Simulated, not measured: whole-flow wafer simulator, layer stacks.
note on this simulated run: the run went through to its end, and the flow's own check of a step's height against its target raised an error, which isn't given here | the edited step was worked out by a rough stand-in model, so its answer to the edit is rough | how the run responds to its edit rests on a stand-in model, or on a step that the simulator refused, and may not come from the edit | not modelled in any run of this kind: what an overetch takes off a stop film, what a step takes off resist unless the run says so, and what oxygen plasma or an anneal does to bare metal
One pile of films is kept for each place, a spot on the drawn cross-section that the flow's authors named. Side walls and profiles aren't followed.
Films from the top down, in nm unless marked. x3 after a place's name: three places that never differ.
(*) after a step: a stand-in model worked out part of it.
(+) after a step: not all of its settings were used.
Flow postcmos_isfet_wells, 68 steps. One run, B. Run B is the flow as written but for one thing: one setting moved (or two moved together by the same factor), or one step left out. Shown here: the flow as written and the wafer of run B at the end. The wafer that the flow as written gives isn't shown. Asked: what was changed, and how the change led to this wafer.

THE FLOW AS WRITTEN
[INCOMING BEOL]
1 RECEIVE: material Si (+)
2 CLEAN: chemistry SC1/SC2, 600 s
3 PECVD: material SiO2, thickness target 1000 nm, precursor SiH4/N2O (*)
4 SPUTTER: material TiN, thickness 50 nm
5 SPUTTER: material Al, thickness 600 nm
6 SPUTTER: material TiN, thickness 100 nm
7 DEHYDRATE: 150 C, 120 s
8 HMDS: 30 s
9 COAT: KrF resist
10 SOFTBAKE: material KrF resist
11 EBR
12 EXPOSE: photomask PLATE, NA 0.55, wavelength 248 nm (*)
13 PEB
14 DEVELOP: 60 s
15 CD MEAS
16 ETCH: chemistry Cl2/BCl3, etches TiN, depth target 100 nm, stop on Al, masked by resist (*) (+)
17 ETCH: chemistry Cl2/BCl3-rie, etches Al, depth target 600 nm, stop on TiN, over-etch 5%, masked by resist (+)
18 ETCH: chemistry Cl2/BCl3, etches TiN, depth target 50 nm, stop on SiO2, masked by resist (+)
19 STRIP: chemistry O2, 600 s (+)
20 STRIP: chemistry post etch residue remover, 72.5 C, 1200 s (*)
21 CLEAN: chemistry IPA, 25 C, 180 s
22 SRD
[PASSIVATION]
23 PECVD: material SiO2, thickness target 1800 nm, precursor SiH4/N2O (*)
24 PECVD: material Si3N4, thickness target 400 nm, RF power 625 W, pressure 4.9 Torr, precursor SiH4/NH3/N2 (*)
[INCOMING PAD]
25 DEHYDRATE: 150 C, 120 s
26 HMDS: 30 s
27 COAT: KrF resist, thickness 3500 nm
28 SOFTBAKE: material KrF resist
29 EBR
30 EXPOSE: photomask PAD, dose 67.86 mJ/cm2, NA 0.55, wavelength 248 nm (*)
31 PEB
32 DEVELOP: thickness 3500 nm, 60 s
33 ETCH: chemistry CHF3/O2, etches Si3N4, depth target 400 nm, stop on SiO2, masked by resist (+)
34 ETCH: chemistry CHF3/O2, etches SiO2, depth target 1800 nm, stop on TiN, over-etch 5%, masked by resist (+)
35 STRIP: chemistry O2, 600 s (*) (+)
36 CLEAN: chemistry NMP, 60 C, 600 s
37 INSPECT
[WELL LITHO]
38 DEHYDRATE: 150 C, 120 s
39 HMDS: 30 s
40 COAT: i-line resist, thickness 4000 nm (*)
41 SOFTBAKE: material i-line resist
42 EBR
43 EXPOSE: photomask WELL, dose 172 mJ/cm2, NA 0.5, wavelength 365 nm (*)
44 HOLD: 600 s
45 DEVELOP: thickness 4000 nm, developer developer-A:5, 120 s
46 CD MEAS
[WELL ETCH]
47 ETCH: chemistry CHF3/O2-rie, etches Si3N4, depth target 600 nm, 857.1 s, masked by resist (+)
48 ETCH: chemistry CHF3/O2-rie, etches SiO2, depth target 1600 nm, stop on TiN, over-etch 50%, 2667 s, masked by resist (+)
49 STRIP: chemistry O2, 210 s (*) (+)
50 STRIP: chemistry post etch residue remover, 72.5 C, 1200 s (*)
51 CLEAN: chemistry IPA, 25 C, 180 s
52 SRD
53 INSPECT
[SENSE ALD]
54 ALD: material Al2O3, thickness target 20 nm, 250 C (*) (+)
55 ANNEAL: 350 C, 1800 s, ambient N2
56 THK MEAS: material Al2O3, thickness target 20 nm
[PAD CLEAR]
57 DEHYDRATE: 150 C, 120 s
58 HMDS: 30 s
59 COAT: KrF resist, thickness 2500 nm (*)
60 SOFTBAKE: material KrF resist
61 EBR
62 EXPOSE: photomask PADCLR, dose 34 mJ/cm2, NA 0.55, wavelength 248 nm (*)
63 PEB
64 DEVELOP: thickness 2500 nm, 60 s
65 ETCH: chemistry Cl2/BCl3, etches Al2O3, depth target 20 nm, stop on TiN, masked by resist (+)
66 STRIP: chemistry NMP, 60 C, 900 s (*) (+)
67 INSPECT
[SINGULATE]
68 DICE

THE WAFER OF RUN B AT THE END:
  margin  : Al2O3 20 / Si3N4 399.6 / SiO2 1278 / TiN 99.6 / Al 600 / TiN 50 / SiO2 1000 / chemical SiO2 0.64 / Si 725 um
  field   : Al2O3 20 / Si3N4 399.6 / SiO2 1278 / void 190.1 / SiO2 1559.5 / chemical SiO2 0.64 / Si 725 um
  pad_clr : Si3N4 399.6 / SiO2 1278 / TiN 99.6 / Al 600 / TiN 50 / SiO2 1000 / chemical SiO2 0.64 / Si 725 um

The cause: step 23, PECVD: thickness target 1278 nm was run, where the flow has thickness target 1800 nm.
It can be read off the wafer: margin has SiO2 1278, and step 23 as written asks for 1800 nm.

How the change led to this, step by step:
  23 PECVD: material SiO2, thickness target 1800 nm, precursor SiH4/N2O (*)
      margin, well900, well1300 x3, pad_rim, pad_clr, pad_open: SiO2 +1278 (new film) (as written it would be: SiO2 +1800 (new film))
      field: SiO2 +1278 (new film), void +190.1 (new film), SiO2 +559.5 (as written it would be: SiO2 +1800 (new film), void +189.9 (new film), SiO2 +559.7)
  34 ETCH: chemistry CHF3/O2, etches SiO2, depth target 1800 nm, stop on TiN, over-etch 5%, masked by resist (+)
      field, margin, well900, well1300 x3, pad_rim, pad_clr: KrF resist -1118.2 (as written it would be: KrF resist -1500)
      pad_open: SiO2 -1278 (all of it) (as written it would be: SiO2 -1800 (all of it))
  35 STRIP: chemistry O2, 600 s (*) (+)
      field, margin, well900, well1300 x3, pad_rim, pad_clr: KrF resist -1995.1 (all of it) (as written it would be: KrF resist -1613.3 (all of it))
  40 COAT: i-line resist, thickness 4000 nm (*)
      pad_clr: i-line resist +3422.1 (new film) (as written it would be: i-line resist +3256.8 (new film))
      pad_open: i-line resist +4616.6 (new film) (as written it would be: i-line resist +4804.7 (new film))
  41 SOFTBAKE: material i-line resist
      pad_clr: i-line resist -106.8 (as written it would be: i-line resist -156.7)
      pad_open: i-line resist +91.2 (as written it would be: i-line resist +115.3)
  48 ETCH: chemistry CHF3/O2-rie, etches SiO2, depth target 1600 nm, stop on TiN, over-etch 50%, 2667 s, masked by resist (+)
      well900, well1300 x3: SiO2 -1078 (all of it) (as written it would be: SiO2 -1600 (all of it))
  49 STRIP: chemistry O2, 210 s (*) (+)
      pad_clr: i-line resist -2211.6 (all of it) (as written it would be: i-line resist -1996.5 (all of it))
      pad_open: i-line resist -3604.1 (all of it) (as written it would be: i-line resist -3816.3 (all of it))
  59 COAT: KrF resist, thickness 2500 nm (*)
      field: KrF resist +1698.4 (new film) (as written it would be: KrF resist +1449 (new film))
      margin: KrF resist +1698.3 (new film) (as written it would be: KrF resist +1448.9 (new film))
      (and at 3 more places)
  60 SOFTBAKE: material KrF resist
      pad_clr: KrF resist -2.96 (as written it would be: KrF resist -3.77)
  63 PEB
      field, margin: KrF resist -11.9 (as written it would be: KrF resist -10.1)
      pad_rim: KrF resist -14.8 (as written it would be: KrF resist -13.9)
      (and at 2 more places)
  64 DEVELOP: thickness 2500 nm, 60 s
      pad_clr: KrF resist -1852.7 (all of it) (as written it would be: KrF resist -1676 (all of it))
      pad_open: KrF resist -2914.3 (all of it) (as written it would be: KrF resist -3045.1 (all of it))
  66 STRIP: chemistry NMP, 60 C, 900 s (*) (+)
      field, margin: KrF resist -1647.7 (all of it) (as written it would be: KrF resist -1400.1 (all of it))
      pad_rim: KrF resist -2041.8 (all of it) (as written it would be: KrF resist -1923.7 (all of it))
